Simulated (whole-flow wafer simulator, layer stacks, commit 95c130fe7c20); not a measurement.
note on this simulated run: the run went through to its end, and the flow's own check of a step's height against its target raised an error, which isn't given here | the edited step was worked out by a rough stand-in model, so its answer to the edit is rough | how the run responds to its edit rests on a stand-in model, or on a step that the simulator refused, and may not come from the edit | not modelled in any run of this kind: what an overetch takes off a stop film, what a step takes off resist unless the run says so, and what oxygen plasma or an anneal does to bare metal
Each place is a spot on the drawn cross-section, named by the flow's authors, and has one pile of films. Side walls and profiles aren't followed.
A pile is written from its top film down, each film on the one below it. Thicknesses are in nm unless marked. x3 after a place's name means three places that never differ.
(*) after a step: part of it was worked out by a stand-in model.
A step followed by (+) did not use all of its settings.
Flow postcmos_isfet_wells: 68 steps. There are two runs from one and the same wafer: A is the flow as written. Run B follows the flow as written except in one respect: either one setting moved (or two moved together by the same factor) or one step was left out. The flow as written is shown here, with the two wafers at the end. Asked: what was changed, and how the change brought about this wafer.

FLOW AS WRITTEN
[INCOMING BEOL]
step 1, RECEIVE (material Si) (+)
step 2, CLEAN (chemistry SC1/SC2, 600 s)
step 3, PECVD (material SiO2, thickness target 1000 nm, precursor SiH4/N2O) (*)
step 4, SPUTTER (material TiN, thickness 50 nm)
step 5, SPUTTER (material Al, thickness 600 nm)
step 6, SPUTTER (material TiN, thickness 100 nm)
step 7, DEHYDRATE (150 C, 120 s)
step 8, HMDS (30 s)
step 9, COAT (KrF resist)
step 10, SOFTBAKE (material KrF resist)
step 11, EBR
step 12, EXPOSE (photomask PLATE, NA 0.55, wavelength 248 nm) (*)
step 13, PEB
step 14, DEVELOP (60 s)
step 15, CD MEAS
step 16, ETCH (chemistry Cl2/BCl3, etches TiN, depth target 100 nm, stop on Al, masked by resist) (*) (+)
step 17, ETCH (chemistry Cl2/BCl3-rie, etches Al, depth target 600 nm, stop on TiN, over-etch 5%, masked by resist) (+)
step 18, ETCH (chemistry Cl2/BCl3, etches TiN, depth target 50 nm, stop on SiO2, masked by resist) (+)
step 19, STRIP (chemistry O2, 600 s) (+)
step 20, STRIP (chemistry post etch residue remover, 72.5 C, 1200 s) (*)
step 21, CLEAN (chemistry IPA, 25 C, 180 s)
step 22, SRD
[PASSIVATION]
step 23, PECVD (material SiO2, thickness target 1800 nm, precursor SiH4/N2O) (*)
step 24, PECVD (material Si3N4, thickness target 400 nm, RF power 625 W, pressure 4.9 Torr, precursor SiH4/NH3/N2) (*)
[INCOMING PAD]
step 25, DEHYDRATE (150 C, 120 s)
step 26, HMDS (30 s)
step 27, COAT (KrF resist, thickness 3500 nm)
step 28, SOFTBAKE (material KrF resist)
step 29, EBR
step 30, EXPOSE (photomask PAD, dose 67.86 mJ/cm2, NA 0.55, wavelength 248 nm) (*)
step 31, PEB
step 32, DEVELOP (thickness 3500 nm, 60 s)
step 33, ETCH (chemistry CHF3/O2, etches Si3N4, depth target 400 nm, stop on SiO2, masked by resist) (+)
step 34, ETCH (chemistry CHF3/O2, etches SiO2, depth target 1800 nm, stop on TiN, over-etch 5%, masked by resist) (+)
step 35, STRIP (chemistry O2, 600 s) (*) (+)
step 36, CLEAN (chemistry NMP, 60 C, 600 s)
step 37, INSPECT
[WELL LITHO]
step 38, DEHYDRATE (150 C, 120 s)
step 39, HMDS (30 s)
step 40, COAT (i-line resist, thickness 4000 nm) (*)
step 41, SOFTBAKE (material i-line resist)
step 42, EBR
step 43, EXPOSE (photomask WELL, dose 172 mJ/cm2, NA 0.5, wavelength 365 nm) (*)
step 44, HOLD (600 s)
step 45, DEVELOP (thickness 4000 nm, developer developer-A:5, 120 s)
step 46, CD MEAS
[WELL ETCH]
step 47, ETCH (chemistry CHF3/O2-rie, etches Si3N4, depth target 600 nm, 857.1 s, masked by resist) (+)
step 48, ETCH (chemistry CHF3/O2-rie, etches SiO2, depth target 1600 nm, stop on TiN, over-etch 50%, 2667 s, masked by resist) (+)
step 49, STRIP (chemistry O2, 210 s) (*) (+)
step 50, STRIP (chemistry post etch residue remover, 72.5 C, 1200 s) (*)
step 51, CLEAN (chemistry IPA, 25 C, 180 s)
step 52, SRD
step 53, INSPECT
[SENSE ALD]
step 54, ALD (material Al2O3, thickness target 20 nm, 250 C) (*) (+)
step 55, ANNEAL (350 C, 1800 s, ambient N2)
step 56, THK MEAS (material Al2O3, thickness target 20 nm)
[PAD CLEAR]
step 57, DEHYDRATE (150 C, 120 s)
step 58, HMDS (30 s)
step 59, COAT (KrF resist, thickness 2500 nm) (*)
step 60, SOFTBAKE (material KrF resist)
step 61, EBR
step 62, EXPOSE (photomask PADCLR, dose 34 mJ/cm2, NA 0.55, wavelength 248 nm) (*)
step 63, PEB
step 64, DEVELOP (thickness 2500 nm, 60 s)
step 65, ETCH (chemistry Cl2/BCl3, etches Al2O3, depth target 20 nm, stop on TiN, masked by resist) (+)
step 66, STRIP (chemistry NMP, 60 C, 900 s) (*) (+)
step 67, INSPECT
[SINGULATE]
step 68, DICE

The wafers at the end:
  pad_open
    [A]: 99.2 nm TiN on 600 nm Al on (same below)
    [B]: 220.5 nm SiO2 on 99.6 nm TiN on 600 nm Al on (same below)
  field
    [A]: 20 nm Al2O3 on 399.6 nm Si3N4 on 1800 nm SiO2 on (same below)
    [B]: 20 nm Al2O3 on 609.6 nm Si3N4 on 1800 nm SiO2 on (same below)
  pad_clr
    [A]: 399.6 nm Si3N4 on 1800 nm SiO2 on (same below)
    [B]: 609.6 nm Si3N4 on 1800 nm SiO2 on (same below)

The reason: step 24, PECVD: thickness target 610 nm was run, while the flow as written has thickness target 400 nm.

Step by step, how the change led to this:
  step 24, PECVD (material Si3N4, thickness target 400 nm, RF power 625 W, pressure 4.9 Torr, precursor SiH4/NH3/N2) (*)
      field, margin, well900, well1300 x3, pad_rim, pad_clr, pad_open: A +400 Si3N4 (new film) | B +610 Si3N4 (new film)
  step 33, ETCH (chemistry CHF3/O2, etches Si3N4, depth target 400 nm, stop on SiO2, masked by resist) (+)
      pad_open: A -400 Si3N4 (all of it) | B -400 Si3N4
  step 34, ETCH (chemistry CHF3/O2, etches SiO2, depth target 1800 nm, stop on TiN, over-etch 5%, masked by resist) (+)
      pad_open: A -1800 SiO2 (all of it) | B -210 Si3N4 (all of it), -1579.5 SiO2
  step 47, ETCH (chemistry CHF3/O2-rie, etches Si3N4, depth target 600 nm, 857.1 s, masked by resist) (+)
      well900, well1300 x3: A -400 Si3N4 (all of it), -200 SiO2 | B -600 Si3N4
  step 48, ETCH (chemistry CHF3/O2-rie, etches SiO2, depth target 1600 nm, stop on TiN, over-etch 50%, 2667 s, masked by resist) (+)
      well900, well1300 x3: A -1600 SiO2 (all of it) | B -10 Si3N4 (all of it), -1800 SiO2 (all of it)
  step 59, COAT (KrF resist, thickness 2500 nm) (*)
      field: A +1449 KrF resist (new film) | B +1348.7 KrF resist (new film)
      margin: A +1448.9 KrF resist (new film) | B +1348.6 KrF resist (new film)
  step 63, PEB
      field, margin: A -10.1 KrF resist | B -9.38 KrF resist
  step 66, STRIP (chemistry NMP, 60 C, 900 s) (*) (+)
      field: A -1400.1 KrF resist (all of it) | B -1300.5 KrF resist (all of it)
      margin: A -1400.1 KrF resist (all of it) | B -1300.4 KrF resist (all of it)
